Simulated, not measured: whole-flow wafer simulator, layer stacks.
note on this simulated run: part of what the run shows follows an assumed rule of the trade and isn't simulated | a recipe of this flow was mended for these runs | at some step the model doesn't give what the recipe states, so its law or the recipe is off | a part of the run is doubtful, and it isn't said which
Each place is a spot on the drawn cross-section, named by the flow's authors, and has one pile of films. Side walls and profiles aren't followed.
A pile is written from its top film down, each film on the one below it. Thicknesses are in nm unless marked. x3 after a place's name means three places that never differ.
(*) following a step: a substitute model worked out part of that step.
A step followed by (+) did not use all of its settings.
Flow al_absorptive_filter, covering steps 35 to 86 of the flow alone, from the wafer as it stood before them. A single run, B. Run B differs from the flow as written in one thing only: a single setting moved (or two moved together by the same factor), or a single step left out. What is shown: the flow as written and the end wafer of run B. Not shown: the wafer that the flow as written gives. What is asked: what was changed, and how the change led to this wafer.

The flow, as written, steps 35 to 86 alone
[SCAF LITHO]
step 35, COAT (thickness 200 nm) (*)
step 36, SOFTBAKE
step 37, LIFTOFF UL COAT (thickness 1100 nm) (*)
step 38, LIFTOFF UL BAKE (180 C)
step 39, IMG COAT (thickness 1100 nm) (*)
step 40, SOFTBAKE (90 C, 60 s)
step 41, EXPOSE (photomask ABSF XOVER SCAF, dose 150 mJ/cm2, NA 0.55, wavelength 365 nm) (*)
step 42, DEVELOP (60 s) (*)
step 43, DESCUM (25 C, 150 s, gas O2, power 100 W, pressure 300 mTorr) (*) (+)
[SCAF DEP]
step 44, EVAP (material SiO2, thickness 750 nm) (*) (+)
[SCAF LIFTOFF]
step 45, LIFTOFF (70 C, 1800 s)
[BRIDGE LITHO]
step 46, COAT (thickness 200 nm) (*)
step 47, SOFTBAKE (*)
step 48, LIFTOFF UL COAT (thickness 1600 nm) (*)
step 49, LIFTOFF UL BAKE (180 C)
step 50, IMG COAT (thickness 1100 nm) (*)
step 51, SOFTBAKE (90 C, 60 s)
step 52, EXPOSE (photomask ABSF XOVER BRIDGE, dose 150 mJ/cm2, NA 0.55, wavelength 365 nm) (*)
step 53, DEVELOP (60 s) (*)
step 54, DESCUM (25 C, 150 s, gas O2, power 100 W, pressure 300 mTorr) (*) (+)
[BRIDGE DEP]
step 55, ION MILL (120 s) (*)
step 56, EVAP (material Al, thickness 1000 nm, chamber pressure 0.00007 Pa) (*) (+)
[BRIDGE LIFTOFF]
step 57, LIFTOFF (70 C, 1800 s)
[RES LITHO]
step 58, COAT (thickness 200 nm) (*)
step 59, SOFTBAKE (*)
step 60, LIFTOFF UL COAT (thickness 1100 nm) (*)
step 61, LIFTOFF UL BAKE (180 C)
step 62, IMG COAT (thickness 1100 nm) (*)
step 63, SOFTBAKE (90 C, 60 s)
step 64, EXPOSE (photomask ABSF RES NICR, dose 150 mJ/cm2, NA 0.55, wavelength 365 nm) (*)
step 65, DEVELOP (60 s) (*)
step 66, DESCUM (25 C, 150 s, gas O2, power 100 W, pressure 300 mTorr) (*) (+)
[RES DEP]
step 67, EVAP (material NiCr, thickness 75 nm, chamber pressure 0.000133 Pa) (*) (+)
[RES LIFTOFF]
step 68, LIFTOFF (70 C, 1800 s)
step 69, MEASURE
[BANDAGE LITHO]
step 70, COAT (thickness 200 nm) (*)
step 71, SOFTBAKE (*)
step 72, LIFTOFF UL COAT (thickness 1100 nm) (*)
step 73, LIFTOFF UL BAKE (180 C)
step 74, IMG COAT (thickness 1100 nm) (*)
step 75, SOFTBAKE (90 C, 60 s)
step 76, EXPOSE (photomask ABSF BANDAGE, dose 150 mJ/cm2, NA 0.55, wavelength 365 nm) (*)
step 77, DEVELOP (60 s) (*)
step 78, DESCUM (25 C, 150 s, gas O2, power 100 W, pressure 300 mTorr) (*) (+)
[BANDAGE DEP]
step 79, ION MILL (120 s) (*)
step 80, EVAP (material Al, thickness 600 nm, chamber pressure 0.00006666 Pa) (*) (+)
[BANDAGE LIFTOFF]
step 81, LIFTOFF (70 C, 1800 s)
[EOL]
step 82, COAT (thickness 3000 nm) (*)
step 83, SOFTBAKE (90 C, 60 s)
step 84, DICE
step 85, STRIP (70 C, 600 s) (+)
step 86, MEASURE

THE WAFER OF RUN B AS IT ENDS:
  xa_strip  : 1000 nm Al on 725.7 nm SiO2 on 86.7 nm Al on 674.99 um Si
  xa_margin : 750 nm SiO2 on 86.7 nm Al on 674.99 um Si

What caused this: step 37, LIFTOFF UL COAT: thickness 1100 nm (*), was not run.

How this came from the change, step by step:
  step 39, IMG COAT (thickness 1100 nm) (*)
      res: +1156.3 i-line-resist (new film) (in the flow as written it would be: +1116.6 i-line-resist (new film))
  step 40, SOFTBAKE (90 C, 60 s)
      res: +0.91 i-line-resist (in the flow as written it would be: +0.23 i-line-resist)
  step 42, DEVELOP (60 s) (*)
      xa_margin, xa_strip: -1100 i-line-resist (all of it), -200 acrylic-e-beam-resist (all of it), -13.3 Al (in the flow as written it would be: -1100 i-line-resist (all of it), -1100 lift-off-underlayer (all of it))
      xl_gap: -1125 i-line-resist (all of it), -265.9 acrylic-e-beam-resist (all of it) (in the flow as written it would be: -1103 i-line-resist (all of it), -1122.2 lift-off-underlayer (all of it))
      (as well as at 1 more place)
  step 43, DESCUM (25 C, 150 s, gas O2, power 100 W, pressure 300 mTorr) (*) (+)
      xa_margin, xa_strip: nothing (in the flow as written it would be: -200 acrylic-e-beam-resist (all of it))
      xl_gap: nothing (in the flow as written it would be: -265.9 acrylic-e-beam-resist (all of it))
      (as well as at 11 more places)
  step 44, EVAP (material SiO2, thickness 750 nm) (*) (+)
      xa_margin: +750 SiO2 (new film) (in the flow as written it would be: +726 SiO2 (new film))
  step 45, LIFTOFF (70 C, 1800 s)
      gnd, xa_field, xl_land, idc_field: -750 SiO2 (all of it), -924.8 i-line-resist (all of it), -200 acrylic-e-beam-resist (all of it) (in the flow as written it would be: -750 SiO2 (all of it), -939.4 i-line-resist (all of it), -1100 lift-off-underlayer (all of it), -200 acrylic-e-beam-resist (all of it))
      pad_far: -750 SiO2 (all of it), -915.8 i-line-resist (all of it), -198.5 acrylic-e-beam-resist (all of it) (in the flow as written it would be: -750 SiO2 (all of it), -937 i-line-resist (all of it), -1092.7 lift-off-underlayer (all of it), -198.5 acrylic-e-beam-resist (all of it))
      (as well as at 5 more places)
  step 46, COAT (thickness 200 nm) (*)
      xa_margin: +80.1 acrylic-e-beam-resist (new film) (in the flow as written it would be: +87.1 acrylic-e-beam-resist (new film))
      xa_strip: +161.6 acrylic-e-beam-resist (new film) (in the flow as written it would be: +156.7 acrylic-e-beam-resist (new film))
      (as well as at 2 more places)
  step 54, DESCUM (25 C, 150 s, gas O2, power 100 W, pressure 300 mTorr) (*) (+)
      xa_strip: -161.6 acrylic-e-beam-resist (all of it) (in the flow as written it would be: -156.7 acrylic-e-beam-resist (all of it))
      xl_gap: -93.7 acrylic-e-beam-resist (all of it) (in the flow as written it would be: -97.9 acrylic-e-beam-resist (all of it))
      (as well as at 1 more place)
  step 57, LIFTOFF (70 C, 1800 s)
      xa_margin: -1000 Al (all of it), -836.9 i-line-resist (all of it), -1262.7 lift-off-underlayer (all of it), -80.1 acrylic-e-beam-resist (all of it) (in the flow as written it would be: -1000 Al (all of it), -836.1 i-line-resist (all of it), -1268 lift-off-underlayer (all of it), -87.1 acrylic-e-beam-resist (all of it))
  step 58, COAT (thickness 200 nm) (*)
      xa_margin: +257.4 acrylic-e-beam-resist (new film) (in the flow as written it would be: +288.1 acrylic-e-beam-resist (new film))
  step 60, LIFTOFF UL COAT (thickness 1100 nm) (*)
      xa_strip: +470 lift-off-underlayer (new film) (in the flow as written it would be: +459.8 lift-off-underlayer (new film))
  step 62, IMG COAT (thickness 1100 nm) (*)
      xa_margin: +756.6 i-line-resist (new film) (in the flow as written it would be: +741.1 i-line-resist (new film))
  step 68, LIFTOFF (70 C, 1800 s)
      xa_margin: -75 NiCr (all of it), -613.6 i-line-resist (all of it), -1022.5 lift-off-underlayer (all of it), -257.4 acrylic-e-beam-resist (all of it) (in the flow as written it would be: -75 NiCr (all of it), -598.1 i-line-resist (all of it), -1021 lift-off-underlayer (all of it), -288.1 acrylic-e-beam-resist (all of it))
      xa_strip: -75 NiCr (all of it), -432.8 i-line-resist (all of it), -470 lift-off-underlayer (all of it), -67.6 acrylic-e-beam-resist (all of it) (in the flow as written it would be: -75 NiCr (all of it), -433.3 i-line-resist (all of it), -459.8 lift-off-underlayer (all of it), -66.9 acrylic-e-beam-resist (all of it))
  step 70, COAT (thickness 200 nm) (*)
      xa_margin: +257.4 acrylic-e-beam-resist (new film) (in the flow as written it would be: +288.1 acrylic-e-beam-resist (new film))
      xl_gap: +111 acrylic-e-beam-resist (new film) (in the flow as written it would be: +114.6 acrylic-e-beam-resist (new film))
  step 72, LIFTOFF UL COAT (thickness 1100 nm) (*)
      xa_strip: +470 lift-off-underlayer (new film) (in the flow as written it would be: +459.8 lift-off-underlayer (new film))
  step 74, IMG COAT (thickness 1100 nm) (*)
      xa_margin: +756.6 i-line-resist (new film) (in the flow as written it would be: +741.1 i-line-resist (new film))
  ... 1 further step ...
  step 83, SOFTBAKE (90 C, 60 s)
      xa_margin: -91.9 i-line-resist (in the flow as written it would be: -94.2 i-line-resist)
